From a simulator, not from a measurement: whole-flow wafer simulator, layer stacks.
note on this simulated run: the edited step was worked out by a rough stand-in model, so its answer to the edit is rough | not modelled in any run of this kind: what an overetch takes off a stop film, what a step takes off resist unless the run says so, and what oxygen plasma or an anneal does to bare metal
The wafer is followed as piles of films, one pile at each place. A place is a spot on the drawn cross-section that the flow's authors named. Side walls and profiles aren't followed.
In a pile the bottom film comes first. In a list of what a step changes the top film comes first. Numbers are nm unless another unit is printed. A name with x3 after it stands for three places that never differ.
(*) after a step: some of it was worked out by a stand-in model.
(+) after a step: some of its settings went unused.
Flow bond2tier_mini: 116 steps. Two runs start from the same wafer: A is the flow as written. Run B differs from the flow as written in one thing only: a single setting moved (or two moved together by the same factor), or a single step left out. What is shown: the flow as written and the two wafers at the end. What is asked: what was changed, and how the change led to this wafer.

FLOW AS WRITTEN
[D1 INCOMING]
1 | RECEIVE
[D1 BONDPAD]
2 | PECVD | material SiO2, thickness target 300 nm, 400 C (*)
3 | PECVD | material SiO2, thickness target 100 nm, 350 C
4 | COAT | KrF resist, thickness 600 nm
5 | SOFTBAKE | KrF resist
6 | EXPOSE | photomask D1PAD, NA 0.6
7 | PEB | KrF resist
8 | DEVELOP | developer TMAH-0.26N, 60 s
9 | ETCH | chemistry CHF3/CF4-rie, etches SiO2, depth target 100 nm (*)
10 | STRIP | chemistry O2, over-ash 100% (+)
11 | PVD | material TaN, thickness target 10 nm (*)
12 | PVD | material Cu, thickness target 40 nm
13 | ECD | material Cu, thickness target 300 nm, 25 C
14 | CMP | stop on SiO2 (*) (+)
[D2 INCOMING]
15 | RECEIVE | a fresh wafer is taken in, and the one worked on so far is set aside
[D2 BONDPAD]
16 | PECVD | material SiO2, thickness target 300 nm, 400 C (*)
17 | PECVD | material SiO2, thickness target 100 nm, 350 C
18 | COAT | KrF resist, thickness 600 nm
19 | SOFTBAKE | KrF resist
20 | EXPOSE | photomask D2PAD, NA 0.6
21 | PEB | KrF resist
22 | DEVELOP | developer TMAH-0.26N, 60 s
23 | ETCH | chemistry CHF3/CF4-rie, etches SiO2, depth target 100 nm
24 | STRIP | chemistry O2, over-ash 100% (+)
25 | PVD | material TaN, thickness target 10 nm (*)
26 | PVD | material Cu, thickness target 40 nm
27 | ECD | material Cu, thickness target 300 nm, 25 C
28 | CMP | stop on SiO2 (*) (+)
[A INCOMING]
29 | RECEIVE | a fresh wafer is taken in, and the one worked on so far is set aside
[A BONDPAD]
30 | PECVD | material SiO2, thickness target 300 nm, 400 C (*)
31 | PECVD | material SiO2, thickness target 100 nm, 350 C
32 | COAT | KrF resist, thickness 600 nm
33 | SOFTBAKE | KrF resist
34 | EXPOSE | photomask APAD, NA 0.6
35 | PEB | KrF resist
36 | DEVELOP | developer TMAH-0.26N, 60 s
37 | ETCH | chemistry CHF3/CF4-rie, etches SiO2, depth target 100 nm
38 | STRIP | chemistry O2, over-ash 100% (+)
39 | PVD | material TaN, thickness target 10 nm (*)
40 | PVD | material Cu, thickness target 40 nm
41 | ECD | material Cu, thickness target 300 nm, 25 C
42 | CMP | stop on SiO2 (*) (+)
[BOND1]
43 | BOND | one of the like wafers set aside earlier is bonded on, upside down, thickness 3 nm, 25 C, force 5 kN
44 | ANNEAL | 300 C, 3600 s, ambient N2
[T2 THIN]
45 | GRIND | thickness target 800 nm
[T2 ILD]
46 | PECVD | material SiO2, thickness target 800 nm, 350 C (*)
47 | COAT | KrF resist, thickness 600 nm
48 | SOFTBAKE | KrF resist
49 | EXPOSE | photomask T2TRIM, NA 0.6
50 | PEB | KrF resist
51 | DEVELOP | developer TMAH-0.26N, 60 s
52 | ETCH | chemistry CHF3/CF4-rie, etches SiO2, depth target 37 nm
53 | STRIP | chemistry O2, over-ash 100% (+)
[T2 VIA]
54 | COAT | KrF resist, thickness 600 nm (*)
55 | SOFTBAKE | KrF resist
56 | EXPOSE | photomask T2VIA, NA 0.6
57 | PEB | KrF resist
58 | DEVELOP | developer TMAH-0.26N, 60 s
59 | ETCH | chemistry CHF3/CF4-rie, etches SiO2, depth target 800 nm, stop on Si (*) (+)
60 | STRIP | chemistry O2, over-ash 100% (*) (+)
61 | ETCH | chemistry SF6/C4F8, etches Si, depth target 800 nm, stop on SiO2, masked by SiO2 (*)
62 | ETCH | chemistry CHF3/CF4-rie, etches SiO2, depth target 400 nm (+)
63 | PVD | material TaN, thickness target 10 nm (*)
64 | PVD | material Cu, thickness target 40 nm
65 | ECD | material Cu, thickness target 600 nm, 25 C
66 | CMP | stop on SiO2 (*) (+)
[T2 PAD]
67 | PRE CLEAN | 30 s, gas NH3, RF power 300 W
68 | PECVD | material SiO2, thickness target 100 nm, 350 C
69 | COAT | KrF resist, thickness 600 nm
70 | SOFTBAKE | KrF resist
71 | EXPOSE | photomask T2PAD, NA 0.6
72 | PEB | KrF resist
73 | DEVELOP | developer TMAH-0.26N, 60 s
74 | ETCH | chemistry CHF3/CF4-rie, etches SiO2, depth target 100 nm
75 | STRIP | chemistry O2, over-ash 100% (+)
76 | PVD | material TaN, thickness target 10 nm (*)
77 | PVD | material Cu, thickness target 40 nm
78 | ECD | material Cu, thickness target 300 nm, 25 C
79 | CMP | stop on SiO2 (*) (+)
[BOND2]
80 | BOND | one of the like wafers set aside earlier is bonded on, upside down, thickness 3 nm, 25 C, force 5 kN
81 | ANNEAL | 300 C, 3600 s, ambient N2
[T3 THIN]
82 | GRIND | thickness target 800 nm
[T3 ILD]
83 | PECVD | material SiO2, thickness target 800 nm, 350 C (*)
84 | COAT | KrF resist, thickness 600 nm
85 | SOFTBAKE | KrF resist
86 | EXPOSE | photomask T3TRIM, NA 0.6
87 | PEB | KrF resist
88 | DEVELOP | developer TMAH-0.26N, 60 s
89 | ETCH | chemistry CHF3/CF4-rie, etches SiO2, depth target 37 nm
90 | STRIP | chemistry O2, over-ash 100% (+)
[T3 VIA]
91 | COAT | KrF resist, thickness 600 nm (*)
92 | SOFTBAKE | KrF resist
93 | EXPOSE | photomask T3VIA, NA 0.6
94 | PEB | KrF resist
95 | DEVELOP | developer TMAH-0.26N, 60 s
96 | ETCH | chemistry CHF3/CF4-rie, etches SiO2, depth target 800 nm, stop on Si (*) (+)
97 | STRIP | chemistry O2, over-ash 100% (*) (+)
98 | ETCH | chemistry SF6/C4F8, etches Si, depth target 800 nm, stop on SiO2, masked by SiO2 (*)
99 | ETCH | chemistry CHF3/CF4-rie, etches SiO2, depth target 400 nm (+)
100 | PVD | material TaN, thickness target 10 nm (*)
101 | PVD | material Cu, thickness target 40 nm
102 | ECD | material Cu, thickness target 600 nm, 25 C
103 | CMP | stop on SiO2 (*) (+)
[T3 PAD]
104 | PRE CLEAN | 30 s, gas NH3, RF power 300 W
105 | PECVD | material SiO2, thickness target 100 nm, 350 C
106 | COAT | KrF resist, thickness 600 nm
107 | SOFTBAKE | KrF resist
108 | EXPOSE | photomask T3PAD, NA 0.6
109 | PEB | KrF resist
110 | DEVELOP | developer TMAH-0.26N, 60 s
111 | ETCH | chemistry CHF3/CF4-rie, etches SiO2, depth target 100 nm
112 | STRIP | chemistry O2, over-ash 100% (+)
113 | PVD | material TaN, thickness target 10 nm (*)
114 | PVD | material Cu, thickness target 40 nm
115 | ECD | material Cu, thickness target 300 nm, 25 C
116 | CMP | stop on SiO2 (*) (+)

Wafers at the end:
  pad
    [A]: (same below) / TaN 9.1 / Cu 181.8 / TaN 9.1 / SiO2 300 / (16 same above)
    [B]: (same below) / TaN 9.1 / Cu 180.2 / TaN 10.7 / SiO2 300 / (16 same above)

What caused this: step 11, PVD: thickness target 11.8 nm was run, whereas the flow has thickness target 10 nm.

How this came from the change, step by step:
  11 | PVD | material TaN, thickness target 10 nm (*)
      field: A +10 TaN (new film) | B +11.8 TaN (new film)
      pad: A +9.1 TaN (new film) | B +10.7 TaN (new film)
      (as well as at 1 more place)
  14 | CMP | stop on SiO2 (*) (+)
      field: A -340 Cu (all of it), -10 TaN (all of it) | B -340 Cu (all of it), -11.8 TaN (all of it)
  43 | BOND | one of the like wafers set aside earlier is bonded on, upside down, thickness 3 nm, 25 C, force 5 kN
      pad: A +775 um Si (new film), +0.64 chemical SiO2 (new film), +300 SiO2 (new film), +9.1 TaN (new film), +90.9 Cu | B +775 um Si (new film), +0.64 chemical SiO2 (new film), +300 SiO2 (new film), +10.7 TaN (new film), +89.3 Cu
      via: A +775 um Si (new film), +0.64 chemical SiO2 (new film), +300 SiO2 (new film), +9.97 TaN (new film), +90 Cu | B +775 um Si (new film), +0.64 chemical SiO2 (new film), +300 SiO2 (new film), +11.8 TaN (new film), +88.2 Cu
